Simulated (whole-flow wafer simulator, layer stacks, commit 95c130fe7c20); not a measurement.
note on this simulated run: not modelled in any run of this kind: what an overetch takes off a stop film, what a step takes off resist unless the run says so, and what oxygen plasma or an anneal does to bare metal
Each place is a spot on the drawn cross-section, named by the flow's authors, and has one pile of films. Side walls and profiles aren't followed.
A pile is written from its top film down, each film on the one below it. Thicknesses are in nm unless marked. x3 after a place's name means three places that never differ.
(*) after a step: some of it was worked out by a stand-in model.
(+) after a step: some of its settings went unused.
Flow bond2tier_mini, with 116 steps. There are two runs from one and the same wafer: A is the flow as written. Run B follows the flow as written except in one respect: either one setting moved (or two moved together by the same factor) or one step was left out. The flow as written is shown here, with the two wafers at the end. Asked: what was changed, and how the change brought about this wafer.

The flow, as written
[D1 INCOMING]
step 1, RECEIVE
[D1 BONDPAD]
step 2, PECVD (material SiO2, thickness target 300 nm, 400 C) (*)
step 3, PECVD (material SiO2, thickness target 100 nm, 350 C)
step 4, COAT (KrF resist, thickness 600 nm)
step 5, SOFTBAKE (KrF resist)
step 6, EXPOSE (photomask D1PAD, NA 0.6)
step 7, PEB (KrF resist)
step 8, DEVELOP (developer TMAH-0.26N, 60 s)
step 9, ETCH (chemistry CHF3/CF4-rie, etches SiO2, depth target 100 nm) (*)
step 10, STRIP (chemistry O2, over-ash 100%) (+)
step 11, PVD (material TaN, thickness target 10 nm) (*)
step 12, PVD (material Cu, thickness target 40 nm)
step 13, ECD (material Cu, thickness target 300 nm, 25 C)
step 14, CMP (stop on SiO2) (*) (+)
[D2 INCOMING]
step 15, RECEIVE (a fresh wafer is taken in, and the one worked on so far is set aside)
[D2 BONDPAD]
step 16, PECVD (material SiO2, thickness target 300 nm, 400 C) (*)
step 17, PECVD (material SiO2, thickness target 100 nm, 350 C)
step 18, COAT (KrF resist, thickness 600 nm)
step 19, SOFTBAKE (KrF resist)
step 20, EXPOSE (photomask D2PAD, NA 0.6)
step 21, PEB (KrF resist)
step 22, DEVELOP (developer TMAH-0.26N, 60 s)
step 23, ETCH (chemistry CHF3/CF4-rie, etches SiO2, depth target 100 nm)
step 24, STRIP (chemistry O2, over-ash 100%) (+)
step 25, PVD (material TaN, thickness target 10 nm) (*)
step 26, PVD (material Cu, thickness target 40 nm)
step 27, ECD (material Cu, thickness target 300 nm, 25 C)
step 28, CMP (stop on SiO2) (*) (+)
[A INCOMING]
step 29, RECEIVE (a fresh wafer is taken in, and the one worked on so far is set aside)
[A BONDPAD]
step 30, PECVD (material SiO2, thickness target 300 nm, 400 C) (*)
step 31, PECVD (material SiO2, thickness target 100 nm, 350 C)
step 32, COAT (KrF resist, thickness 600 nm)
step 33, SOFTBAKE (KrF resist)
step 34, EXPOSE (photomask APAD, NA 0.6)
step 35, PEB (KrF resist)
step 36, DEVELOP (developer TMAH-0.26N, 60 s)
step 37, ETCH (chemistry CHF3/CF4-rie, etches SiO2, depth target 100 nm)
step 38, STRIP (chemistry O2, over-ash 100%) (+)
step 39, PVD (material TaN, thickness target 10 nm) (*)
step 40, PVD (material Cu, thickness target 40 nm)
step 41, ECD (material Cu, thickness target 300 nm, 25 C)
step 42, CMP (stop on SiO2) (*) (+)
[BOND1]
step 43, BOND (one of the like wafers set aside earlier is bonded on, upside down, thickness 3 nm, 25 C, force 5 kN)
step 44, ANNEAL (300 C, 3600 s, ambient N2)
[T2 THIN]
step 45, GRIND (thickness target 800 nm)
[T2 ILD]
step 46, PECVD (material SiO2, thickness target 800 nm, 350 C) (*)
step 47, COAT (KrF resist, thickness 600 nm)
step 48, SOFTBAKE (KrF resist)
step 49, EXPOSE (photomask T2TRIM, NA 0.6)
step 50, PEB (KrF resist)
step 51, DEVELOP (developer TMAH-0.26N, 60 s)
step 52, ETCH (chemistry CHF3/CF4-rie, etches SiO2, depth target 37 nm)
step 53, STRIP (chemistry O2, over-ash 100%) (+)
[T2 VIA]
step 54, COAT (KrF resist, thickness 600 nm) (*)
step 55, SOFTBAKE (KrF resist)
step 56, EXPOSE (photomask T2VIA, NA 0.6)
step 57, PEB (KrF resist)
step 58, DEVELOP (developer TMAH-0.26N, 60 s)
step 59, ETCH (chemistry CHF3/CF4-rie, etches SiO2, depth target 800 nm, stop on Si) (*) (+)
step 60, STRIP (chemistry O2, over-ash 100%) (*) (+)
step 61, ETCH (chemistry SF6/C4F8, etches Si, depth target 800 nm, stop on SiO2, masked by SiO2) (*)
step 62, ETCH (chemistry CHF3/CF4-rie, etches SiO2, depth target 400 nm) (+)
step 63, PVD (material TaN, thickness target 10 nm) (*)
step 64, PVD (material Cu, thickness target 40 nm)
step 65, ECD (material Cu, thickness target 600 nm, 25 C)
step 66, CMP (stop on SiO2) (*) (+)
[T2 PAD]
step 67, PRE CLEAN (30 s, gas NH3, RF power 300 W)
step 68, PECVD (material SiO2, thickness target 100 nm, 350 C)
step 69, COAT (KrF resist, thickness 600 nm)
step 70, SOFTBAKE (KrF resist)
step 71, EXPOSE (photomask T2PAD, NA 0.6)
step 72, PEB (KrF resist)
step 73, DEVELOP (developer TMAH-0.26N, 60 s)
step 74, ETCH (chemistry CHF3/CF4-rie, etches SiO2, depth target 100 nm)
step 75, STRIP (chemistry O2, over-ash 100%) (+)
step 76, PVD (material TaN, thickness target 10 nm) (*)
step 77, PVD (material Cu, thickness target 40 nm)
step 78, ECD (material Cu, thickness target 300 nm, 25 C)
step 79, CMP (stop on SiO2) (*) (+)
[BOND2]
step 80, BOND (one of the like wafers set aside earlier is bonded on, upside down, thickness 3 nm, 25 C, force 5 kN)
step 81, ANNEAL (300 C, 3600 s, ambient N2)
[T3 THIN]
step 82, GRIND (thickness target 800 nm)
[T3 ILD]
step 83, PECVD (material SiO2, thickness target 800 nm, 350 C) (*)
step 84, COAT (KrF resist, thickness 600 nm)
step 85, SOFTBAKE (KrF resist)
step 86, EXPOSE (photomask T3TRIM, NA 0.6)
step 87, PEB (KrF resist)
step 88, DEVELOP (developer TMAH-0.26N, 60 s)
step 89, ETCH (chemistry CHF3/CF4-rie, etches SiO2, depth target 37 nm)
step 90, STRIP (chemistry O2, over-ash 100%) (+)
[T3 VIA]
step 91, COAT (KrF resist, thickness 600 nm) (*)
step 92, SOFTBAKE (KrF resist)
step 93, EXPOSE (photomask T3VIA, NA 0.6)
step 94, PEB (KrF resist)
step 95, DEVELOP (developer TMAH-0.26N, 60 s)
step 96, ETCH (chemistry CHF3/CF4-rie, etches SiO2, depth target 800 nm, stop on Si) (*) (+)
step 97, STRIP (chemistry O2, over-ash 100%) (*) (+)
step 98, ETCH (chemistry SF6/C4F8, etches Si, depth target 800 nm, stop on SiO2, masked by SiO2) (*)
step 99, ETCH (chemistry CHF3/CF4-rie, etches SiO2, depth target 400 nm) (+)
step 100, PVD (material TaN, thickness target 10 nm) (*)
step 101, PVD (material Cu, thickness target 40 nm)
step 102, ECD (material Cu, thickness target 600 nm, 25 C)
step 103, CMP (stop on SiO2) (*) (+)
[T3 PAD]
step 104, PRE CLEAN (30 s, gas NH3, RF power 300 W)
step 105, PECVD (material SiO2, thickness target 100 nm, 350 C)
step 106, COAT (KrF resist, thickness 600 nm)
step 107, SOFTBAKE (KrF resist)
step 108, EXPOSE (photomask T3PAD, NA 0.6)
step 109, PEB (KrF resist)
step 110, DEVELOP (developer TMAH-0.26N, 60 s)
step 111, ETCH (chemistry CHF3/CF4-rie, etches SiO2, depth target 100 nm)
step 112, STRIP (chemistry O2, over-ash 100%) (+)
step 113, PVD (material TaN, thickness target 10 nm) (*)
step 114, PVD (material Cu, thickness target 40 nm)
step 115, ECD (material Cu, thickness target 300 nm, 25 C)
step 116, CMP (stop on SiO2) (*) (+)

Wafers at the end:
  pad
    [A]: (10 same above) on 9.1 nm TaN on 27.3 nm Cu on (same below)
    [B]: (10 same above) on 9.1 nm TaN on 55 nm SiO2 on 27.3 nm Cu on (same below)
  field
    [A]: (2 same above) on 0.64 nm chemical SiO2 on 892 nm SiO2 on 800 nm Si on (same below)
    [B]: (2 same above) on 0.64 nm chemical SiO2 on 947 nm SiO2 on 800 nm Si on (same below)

What caused this: step 68, PECVD: thickness target 155 nm was run, whereas the flow has thickness target 100 nm.

Step by step, how the change led to this:
  step 68, PECVD (material SiO2, thickness target 100 nm, 350 C)
      field: A +100 SiO2 | B +155 SiO2
      pad: A +100 SiO2 (new film) | B +155 SiO2 (new film)
  step 74, ETCH (chemistry CHF3/CF4-rie, etches SiO2, depth target 100 nm)
      pad: A -100 SiO2 (all of it) | B -100 SiO2
If metal films that touch count as one body, pad has 4 bodies (between them, from the top down: SiO2 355 / Si 800 / chemical SiO2 0.64 / SiO2 300; SiO2 55; SiO2 355 / Si 800 / chemical SiO2 0.64 / SiO2 300); the flow as written gives 3 bodies (between them, from the top down: SiO2 355 / Si 800 / chemical SiO2 0.64 / SiO2 300; SiO2 355 / Si 800 / chemical SiO2 0.64 / SiO2 300).
